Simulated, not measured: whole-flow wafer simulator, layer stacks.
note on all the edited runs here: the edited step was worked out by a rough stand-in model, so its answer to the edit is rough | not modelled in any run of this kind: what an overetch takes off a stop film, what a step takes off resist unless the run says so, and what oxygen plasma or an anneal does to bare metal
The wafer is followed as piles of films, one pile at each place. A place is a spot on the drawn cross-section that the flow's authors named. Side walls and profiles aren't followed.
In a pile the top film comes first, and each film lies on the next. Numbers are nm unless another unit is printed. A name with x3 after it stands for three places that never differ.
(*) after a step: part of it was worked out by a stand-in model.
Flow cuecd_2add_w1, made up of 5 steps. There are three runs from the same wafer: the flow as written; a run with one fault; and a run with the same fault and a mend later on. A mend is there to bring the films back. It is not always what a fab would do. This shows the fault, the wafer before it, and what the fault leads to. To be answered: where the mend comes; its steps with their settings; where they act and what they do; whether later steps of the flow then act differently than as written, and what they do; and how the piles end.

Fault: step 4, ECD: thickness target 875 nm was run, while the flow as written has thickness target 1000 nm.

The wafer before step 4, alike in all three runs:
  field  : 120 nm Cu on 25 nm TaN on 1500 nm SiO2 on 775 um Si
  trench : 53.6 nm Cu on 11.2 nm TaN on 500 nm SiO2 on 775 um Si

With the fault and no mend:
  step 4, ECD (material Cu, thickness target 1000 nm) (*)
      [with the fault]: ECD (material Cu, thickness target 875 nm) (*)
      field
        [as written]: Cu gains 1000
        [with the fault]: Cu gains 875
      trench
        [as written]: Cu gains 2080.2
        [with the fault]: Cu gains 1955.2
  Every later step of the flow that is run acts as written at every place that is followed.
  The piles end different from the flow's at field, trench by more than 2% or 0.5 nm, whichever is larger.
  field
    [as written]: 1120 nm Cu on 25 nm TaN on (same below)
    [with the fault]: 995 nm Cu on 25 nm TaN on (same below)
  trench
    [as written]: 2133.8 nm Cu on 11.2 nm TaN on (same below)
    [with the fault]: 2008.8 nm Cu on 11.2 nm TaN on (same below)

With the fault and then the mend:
  After step 5 comes the mend.
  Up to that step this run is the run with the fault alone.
  step 5a, ECD (material Cu, thickness target 125 nm) (the flow's step 4 again, with other settings)
      field, trench
        Cu gains 125
  Every later step of the flow that is run acts as written at every place that is followed.
  At every place that both follow, the piles at the end match the flow's.
